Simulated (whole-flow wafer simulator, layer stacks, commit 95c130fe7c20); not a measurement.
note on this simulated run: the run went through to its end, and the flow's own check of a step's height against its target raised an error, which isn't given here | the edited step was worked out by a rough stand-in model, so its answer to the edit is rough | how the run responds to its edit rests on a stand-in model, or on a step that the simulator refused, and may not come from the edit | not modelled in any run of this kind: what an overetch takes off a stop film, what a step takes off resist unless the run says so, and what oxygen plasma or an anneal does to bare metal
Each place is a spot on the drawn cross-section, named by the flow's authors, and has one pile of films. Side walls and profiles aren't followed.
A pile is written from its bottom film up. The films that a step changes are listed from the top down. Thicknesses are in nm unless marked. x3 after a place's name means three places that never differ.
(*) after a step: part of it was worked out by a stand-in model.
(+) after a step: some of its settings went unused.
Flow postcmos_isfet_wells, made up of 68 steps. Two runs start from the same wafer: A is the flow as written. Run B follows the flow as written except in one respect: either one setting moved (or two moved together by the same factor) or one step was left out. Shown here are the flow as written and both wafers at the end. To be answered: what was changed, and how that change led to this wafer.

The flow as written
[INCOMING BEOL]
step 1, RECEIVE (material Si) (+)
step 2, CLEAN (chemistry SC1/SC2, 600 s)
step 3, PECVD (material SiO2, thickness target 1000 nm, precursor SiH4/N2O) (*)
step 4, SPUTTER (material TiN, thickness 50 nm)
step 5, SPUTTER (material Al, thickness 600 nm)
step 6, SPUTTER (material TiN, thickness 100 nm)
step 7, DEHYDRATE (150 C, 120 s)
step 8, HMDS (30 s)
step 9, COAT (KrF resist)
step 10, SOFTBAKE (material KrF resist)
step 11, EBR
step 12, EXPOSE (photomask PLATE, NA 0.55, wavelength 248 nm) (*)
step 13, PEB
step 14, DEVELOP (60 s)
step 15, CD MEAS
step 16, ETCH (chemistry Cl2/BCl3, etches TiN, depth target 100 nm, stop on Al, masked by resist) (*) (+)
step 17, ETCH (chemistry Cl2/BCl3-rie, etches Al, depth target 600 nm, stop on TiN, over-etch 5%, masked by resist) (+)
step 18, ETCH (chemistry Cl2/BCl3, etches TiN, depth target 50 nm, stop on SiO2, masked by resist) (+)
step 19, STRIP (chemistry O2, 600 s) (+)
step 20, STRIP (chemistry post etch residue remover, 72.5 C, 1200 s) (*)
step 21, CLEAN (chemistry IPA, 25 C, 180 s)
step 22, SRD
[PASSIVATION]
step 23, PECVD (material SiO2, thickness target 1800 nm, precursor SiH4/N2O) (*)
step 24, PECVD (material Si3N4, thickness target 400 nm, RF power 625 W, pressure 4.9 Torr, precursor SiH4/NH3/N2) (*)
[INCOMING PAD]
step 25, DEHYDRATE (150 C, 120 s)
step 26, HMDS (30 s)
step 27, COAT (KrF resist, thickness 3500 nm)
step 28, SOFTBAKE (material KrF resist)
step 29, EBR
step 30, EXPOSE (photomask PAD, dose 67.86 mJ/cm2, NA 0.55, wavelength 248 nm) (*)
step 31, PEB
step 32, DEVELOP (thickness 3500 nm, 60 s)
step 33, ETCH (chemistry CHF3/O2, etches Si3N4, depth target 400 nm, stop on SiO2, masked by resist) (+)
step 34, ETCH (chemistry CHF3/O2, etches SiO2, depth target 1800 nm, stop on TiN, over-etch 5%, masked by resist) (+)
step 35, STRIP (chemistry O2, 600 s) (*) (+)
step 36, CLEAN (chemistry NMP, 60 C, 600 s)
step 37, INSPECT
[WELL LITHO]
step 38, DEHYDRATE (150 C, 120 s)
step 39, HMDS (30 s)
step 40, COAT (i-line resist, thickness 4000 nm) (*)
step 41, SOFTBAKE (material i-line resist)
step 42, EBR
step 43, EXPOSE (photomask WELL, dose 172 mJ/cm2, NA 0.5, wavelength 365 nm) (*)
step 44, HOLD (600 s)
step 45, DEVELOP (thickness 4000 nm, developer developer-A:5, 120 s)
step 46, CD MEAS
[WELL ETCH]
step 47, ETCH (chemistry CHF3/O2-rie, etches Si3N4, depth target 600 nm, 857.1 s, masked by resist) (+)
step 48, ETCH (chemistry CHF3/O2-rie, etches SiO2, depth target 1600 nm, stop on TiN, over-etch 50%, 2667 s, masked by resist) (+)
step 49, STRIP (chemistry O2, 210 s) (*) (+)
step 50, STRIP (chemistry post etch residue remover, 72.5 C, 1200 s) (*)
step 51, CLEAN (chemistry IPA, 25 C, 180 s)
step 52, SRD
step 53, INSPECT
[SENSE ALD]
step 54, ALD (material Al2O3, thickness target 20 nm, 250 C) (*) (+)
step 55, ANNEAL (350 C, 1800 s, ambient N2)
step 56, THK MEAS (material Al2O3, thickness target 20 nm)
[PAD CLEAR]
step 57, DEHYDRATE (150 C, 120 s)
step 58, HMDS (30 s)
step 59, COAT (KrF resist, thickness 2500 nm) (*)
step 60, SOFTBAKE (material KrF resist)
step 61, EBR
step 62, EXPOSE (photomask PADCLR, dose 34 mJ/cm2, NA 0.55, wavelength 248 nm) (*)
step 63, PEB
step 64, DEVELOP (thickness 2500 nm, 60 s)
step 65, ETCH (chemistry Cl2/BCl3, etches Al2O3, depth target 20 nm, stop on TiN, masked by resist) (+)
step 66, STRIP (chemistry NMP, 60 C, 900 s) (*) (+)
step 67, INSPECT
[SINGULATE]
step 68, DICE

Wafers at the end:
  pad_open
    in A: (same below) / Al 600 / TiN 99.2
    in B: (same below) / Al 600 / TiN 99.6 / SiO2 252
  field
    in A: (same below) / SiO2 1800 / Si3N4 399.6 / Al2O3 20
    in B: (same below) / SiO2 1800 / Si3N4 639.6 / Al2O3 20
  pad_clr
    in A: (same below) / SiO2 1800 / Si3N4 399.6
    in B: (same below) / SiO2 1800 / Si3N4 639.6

The reason: step 24, PECVD: thickness target 640 nm was run, though the flow has thickness target 400 nm.

How this came from the change, step by step:
  step 24, PECVD (material Si3N4, thickness target 400 nm, RF power 625 W, pressure 4.9 Torr, precursor SiH4/NH3/N2) (*)
      field, margin, well900, well1300 x3, pad_rim, pad_clr, pad_open: A Si3N4 gains 400 (new film) | B Si3N4 gains 640 (new film)
  step 33, ETCH (chemistry CHF3/O2, etches Si3N4, depth target 400 nm, stop on SiO2, masked by resist) (+)
      pad_open: A Si3N4 loses 400 (all of it) | B Si3N4 loses 400
  step 34, ETCH (chemistry CHF3/O2, etches SiO2, depth target 1800 nm, stop on TiN, over-etch 5%, masked by resist) (+)
      pad_open: A SiO2 loses 1800 (all of it) | B Si3N4 loses 240 (all of it), SiO2 loses 1548
  step 47, ETCH (chemistry CHF3/O2-rie, etches Si3N4, depth target 600 nm, 857.1 s, masked by resist) (+)
      well900, well1300 x3: A Si3N4 loses 400 (all of it), SiO2 loses 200 | B Si3N4 loses 600
  step 48, ETCH (chemistry CHF3/O2-rie, etches SiO2, depth target 1600 nm, stop on TiN, over-etch 50%, 2667 s, masked by resist) (+)
      well900, well1300 x3: A SiO2 loses 1600 (all of it) | B Si3N4 loses 40 (all of it), SiO2 loses 1800 (all of it)
  step 59, COAT (KrF resist, thickness 2500 nm) (*)
      field: A KrF resist gains 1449 (new film) | B KrF resist gains 1334.3 (new film)
      margin: A KrF resist gains 1448.9 (new film) | B KrF resist gains 1334.2 (new film)
  step 63, PEB
      field, margin: A KrF resist loses 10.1 | B KrF resist loses 9.28
  step 66, STRIP (chemistry NMP, 60 C, 900 s) (*) (+)
      field: A KrF resist loses 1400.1 (all of it) | B KrF resist loses 1286.3 (all of it)
      margin: A KrF resist loses 1400.1 (all of it) | B KrF resist loses 1286.2 (all of it)
